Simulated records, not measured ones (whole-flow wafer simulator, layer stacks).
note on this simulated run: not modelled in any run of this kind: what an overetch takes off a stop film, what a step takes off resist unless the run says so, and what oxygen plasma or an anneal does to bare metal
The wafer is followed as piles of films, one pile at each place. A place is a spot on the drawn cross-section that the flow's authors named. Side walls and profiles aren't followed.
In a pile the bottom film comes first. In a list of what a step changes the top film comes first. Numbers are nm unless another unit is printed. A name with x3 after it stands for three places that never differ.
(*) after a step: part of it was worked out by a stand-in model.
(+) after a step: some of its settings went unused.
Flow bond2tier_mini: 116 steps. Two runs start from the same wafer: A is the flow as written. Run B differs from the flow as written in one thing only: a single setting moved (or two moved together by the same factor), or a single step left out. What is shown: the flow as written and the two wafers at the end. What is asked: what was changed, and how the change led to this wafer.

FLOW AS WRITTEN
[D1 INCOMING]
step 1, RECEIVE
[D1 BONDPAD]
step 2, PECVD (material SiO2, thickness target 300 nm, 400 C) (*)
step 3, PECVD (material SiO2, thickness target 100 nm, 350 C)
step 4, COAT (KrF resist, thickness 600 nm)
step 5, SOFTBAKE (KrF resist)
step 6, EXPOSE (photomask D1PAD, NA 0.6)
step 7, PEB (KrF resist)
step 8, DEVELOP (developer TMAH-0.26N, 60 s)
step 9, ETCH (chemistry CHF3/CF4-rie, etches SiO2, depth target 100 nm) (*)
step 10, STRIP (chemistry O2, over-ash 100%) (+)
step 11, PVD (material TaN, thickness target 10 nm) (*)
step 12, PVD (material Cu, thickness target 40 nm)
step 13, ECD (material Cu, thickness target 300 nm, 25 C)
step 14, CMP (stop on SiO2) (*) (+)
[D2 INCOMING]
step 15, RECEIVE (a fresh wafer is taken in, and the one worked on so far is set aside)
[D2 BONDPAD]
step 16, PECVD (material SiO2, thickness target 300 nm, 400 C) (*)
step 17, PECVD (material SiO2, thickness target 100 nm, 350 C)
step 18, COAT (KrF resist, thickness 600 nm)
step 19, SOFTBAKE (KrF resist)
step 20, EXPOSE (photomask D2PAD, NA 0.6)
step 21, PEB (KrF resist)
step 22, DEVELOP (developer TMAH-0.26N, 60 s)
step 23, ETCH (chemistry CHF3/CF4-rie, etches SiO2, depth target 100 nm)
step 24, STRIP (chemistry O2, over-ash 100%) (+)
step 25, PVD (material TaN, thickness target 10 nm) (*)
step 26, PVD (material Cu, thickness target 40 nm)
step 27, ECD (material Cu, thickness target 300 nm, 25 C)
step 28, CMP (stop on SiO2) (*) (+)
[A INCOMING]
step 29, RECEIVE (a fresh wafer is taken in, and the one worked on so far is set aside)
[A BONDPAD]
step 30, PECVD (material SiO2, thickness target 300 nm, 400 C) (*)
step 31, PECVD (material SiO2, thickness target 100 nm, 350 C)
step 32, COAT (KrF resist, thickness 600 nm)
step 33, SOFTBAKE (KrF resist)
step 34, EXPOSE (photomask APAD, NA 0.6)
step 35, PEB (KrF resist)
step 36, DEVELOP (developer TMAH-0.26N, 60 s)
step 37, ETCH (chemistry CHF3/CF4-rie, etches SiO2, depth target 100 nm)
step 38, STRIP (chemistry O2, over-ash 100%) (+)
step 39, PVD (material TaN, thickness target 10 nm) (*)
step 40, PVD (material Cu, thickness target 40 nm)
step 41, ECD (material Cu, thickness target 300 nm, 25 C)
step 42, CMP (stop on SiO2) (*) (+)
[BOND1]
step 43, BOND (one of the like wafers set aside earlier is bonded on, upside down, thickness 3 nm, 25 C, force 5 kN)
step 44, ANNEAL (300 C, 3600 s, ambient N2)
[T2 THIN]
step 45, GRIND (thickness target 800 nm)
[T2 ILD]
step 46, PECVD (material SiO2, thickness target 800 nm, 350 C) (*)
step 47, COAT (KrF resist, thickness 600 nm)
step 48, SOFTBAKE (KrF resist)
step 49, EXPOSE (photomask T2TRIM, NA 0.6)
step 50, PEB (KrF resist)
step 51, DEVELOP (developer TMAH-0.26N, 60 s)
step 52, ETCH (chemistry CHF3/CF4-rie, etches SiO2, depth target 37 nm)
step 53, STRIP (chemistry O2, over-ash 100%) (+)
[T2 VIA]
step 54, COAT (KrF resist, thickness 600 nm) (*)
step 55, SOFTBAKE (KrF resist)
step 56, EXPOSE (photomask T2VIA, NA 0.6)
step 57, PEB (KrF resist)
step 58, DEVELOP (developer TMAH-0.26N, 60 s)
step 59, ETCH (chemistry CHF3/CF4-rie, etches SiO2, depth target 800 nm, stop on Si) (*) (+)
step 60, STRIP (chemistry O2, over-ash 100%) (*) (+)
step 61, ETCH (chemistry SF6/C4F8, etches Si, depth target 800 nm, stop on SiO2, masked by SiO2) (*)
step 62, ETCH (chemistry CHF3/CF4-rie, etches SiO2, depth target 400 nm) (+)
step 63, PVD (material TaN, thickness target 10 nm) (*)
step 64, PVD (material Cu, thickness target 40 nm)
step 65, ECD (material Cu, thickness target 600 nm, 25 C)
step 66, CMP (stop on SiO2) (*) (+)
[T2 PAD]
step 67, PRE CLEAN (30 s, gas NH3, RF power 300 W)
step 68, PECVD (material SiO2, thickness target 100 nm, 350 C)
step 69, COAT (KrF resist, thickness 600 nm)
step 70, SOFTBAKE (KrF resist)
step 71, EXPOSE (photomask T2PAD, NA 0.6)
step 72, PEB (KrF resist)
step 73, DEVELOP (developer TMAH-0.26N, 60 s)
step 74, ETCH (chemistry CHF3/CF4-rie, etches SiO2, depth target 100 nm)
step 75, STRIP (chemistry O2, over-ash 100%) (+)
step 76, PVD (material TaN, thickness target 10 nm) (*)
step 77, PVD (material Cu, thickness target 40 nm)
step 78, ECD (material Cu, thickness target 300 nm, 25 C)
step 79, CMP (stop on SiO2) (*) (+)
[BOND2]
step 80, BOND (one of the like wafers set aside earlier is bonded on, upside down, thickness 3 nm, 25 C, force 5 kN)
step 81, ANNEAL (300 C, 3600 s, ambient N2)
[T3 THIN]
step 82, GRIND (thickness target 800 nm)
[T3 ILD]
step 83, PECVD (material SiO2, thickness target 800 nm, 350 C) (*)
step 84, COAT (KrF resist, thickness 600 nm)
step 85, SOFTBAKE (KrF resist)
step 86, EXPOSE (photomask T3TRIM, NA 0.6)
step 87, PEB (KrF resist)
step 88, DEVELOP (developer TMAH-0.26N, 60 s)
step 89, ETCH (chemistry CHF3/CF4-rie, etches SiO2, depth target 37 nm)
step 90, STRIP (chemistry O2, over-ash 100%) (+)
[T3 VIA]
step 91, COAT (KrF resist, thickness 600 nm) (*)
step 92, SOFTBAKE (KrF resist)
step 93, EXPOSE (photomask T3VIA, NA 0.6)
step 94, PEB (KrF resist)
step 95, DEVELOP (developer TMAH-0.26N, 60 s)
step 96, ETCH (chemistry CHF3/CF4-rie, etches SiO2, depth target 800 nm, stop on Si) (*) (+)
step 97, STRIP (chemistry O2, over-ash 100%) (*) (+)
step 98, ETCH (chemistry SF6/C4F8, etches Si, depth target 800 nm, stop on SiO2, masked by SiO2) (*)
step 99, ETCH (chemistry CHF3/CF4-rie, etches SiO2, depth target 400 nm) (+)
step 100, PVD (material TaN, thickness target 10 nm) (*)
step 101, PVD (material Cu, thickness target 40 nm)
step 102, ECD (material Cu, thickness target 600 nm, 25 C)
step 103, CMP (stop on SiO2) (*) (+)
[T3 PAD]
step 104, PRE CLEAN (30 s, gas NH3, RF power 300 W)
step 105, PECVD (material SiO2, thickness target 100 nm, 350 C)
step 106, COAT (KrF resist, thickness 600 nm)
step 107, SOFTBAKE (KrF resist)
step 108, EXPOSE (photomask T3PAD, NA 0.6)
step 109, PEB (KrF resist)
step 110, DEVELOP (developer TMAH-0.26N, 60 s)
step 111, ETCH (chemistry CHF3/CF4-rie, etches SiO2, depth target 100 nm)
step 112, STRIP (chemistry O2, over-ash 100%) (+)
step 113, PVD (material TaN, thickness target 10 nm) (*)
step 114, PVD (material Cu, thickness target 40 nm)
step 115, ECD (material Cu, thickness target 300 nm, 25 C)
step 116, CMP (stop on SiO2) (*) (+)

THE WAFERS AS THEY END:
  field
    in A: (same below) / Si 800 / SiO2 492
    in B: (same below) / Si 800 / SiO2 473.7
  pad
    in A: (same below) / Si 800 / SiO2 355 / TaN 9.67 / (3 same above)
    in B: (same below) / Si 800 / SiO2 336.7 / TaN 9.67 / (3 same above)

What caused this: step 99, ETCH: depth target 418.3 nm was run, whereas the flow has depth target 400 nm.

Step by step, how the change led to this:
  step 99, ETCH (chemistry CHF3/CF4-rie, etches SiO2, depth target 400 nm) (+)
      field, pad: A SiO2 loses 400 | B SiO2 loses 418.3
